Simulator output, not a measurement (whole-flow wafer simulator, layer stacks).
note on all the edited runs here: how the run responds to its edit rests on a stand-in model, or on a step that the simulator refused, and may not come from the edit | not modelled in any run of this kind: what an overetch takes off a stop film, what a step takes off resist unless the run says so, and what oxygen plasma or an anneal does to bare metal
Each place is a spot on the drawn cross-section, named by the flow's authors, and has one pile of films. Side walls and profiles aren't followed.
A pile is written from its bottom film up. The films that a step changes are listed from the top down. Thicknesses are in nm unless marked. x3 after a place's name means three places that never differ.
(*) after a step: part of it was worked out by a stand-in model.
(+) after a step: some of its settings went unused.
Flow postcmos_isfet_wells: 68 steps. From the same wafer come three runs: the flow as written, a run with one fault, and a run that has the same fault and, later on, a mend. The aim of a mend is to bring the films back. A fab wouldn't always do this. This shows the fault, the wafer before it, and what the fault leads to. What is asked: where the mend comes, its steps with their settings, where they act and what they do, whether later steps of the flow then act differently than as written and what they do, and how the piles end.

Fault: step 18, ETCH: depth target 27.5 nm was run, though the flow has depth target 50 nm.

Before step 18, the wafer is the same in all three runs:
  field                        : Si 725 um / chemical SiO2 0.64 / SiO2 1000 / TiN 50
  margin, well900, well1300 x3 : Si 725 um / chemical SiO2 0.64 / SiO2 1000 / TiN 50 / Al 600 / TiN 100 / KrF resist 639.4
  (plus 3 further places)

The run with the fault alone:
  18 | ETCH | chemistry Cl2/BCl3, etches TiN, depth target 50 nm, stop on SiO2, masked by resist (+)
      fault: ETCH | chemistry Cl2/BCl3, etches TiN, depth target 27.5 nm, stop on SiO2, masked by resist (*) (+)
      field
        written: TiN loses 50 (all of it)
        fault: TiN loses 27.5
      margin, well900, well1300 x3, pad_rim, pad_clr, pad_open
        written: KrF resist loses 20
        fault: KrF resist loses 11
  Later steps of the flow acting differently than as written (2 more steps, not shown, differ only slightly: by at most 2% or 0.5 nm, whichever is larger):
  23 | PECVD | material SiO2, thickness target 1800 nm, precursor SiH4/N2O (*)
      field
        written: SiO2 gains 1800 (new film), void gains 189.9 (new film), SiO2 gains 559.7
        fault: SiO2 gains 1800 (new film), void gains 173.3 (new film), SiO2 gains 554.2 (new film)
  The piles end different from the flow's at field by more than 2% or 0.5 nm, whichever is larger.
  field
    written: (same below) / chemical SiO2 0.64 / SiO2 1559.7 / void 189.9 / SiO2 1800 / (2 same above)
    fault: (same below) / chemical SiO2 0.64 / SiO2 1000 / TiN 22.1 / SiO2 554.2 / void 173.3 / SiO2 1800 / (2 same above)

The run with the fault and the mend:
  The mend stands after step 18.
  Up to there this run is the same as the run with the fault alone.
  18a | ETCH | chemistry Cl2/BCl3, etches TiN, depth target 22.5 nm, stop on SiO2, masked by resist (the flow's step 18, run once more with other settings)
      margin, well900, well1300 x3, pad_rim, pad_clr, pad_open
        KrF resist loses 9
      field
        TiN loses 22.5 (all of it)
  Later steps of the flow that are run all act as written at every place that is followed.
  By the end, the piles equal the flow's at every place that both follow.
